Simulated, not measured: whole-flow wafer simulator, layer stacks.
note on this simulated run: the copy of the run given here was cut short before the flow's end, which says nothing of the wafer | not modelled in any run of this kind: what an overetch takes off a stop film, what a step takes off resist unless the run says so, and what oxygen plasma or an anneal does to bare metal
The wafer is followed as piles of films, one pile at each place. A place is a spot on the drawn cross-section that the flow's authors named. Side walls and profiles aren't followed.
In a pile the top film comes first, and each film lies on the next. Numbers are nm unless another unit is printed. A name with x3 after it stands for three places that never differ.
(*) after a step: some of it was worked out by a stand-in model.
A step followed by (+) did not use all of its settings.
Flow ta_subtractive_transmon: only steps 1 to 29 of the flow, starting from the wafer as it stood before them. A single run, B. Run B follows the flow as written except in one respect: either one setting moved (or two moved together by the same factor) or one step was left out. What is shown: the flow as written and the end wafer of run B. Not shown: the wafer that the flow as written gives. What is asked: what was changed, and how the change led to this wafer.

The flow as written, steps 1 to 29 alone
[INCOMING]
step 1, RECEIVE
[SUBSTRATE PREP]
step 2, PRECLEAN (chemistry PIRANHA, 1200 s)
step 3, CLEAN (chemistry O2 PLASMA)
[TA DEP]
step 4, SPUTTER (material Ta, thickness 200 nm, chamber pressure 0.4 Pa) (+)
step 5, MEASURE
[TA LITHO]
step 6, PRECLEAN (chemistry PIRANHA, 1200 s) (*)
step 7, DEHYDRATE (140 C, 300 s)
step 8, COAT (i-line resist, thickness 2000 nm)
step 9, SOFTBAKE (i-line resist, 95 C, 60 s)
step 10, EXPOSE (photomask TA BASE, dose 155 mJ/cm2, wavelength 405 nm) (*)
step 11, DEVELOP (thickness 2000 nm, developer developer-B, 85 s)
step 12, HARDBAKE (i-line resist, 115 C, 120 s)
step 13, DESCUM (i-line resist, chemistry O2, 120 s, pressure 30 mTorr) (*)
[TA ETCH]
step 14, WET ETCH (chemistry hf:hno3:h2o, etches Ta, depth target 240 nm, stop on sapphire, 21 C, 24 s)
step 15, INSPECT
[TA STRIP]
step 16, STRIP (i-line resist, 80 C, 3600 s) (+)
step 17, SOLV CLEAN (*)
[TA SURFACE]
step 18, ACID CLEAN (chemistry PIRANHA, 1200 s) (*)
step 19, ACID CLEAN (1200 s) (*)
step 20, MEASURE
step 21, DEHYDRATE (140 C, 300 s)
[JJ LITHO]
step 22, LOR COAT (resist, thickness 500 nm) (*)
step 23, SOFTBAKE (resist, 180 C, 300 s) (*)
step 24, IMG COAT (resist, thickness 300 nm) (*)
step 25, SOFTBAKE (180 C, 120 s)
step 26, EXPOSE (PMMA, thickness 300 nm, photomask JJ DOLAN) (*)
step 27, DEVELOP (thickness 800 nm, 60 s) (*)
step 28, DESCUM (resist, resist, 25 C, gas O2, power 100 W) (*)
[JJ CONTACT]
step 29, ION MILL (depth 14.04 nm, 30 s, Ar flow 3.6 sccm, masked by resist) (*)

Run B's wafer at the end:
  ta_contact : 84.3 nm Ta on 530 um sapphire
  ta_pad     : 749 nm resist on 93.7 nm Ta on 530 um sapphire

The reason: step 4, SPUTTER: thickness 94 nm was run, whereas the flow has thickness 200 nm.

Step by step, how the change led to this:
  step 4, SPUTTER (material Ta, thickness 200 nm, chamber pressure 0.4 Pa) (+)
      field x2, jj_line, lead, ta_contact, ta_pad: +94 Ta (new film) (as written it would have been: +200 Ta (new film))
  step 14, WET ETCH (chemistry hf:hno3:h2o, etches Ta, depth target 240 nm, stop on sapphire, 21 C, 24 s)
      field x2, jj_line, lead: -94 Ta (all of it) (as written it would have been: -200 Ta (all of it))
  step 22, LOR COAT (resist, thickness 500 nm) (*)
      lead: +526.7 resist (new film) (as written it would have been: +554.8 resist (new film))
      ta_contact: +472.3 resist (new film) (as written it would have been: +443.8 resist (new film))
  step 24, IMG COAT (resist, thickness 300 nm) (*)
      lead: +305.9 resist (as written it would have been: +312.6 resist)
      ta_contact: +294.3 resist (as written it would have been: +287.4 resist)
      (also at 1 further place)
  step 27, DEVELOP (thickness 800 nm, 60 s) (*)
      lead: -832.6 resist (all of it) (as written it would have been: -867.4 resist (all of it))
      ta_contact: -766.6 resist (all of it) (as written it would have been: -731.2 resist (all of it))
